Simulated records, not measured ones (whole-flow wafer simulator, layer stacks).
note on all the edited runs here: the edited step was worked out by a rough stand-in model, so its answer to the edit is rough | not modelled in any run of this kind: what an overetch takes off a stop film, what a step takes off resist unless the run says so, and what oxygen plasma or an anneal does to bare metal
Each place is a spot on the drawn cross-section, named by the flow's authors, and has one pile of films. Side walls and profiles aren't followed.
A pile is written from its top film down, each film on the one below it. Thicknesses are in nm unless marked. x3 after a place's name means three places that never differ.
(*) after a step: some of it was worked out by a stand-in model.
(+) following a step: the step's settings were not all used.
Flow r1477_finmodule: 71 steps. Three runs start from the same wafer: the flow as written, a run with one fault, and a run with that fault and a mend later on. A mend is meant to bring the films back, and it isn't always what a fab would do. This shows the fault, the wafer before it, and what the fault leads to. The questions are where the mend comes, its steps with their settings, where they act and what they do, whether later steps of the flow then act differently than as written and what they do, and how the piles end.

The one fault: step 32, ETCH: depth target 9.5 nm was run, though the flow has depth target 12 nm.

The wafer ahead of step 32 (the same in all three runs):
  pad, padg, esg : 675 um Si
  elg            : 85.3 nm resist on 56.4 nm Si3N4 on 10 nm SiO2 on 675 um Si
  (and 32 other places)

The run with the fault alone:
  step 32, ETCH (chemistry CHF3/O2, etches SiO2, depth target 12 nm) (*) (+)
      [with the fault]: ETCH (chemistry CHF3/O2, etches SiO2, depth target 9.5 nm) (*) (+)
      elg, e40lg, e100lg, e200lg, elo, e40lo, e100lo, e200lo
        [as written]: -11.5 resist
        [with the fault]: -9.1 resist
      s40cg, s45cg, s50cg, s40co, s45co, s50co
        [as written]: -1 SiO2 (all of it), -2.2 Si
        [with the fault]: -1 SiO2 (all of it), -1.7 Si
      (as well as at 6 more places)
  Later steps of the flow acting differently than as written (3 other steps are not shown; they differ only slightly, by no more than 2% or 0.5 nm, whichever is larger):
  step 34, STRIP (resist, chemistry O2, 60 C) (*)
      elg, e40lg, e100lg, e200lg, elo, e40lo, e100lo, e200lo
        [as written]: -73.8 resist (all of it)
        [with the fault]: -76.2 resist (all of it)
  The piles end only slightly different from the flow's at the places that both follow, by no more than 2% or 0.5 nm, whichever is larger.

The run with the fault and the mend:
  The mend follows step 32.
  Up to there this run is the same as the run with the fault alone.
  step 32a, ETCH (chemistry CHF3/O2, etches SiO2, depth target 2.5 nm) (*) (the flow's step 32, run once more with other settings)
      pad, padg, e40sg and 11 more
        -0.5 Si
      elg, e40lg, e100lg, e200lg, elo, e40lo, e100lo, e200lo
        -2.4 resist
      s40sg_line, s45sg_line, s50sg_line, s40so_line, s45so_line, s50so_line
        -2.5 SiO2
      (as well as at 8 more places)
  Later steps of the flow that are run all act as written at every place that is followed, up to a difference of at most 2% or 0.5 nm, whichever is larger.
  The piles end only slightly different from the flow's at the places that both follow, by no more than 2% or 0.5 nm, whichever is larger.
